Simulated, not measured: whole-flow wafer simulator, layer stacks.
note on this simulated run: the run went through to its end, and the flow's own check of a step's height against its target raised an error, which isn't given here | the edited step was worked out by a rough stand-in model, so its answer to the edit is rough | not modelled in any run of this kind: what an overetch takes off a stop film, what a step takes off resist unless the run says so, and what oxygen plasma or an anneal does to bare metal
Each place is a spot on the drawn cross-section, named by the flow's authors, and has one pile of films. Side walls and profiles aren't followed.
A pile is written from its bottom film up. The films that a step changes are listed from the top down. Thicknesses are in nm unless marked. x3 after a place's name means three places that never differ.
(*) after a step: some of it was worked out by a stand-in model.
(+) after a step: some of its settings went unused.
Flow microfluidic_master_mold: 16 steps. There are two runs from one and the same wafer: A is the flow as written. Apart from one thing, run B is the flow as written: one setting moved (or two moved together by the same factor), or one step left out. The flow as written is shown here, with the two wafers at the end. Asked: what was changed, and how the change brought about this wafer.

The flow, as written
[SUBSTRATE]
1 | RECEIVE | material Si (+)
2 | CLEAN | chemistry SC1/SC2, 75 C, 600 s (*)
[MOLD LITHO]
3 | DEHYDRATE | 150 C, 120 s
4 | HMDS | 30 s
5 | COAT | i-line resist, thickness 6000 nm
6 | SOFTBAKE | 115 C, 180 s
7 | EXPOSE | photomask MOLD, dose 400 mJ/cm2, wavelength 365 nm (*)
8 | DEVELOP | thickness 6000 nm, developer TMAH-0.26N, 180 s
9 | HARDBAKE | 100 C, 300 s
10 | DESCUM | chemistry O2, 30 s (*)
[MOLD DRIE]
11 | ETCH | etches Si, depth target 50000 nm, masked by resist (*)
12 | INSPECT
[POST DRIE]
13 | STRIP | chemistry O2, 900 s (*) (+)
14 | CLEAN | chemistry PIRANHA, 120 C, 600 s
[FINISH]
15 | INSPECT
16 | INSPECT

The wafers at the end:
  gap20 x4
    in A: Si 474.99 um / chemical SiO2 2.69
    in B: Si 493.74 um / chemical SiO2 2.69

Cause: step 11, ETCH: depth target 31250 nm was run, whereas the flow has depth target 50000 nm.

The path from the change to this, step by step:
  11 | ETCH | etches Si, depth target 50000 nm, masked by resist (*)
      gap20 x4: A -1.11 chemical SiO2 (all of it), -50 um Si | B -1.11 chemical SiO2 (all of it), -31.25 um Si
      ridge: A -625 i-line resist | B -390.6 i-line resist
  13 | STRIP | chemistry O2, 900 s (*) (+)
      ridge: A -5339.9 i-line resist (all of it), +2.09 chemical SiO2, -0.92 Si | B -5574.3 i-line resist (all of it), +2.09 chemical SiO2, -0.92 Si
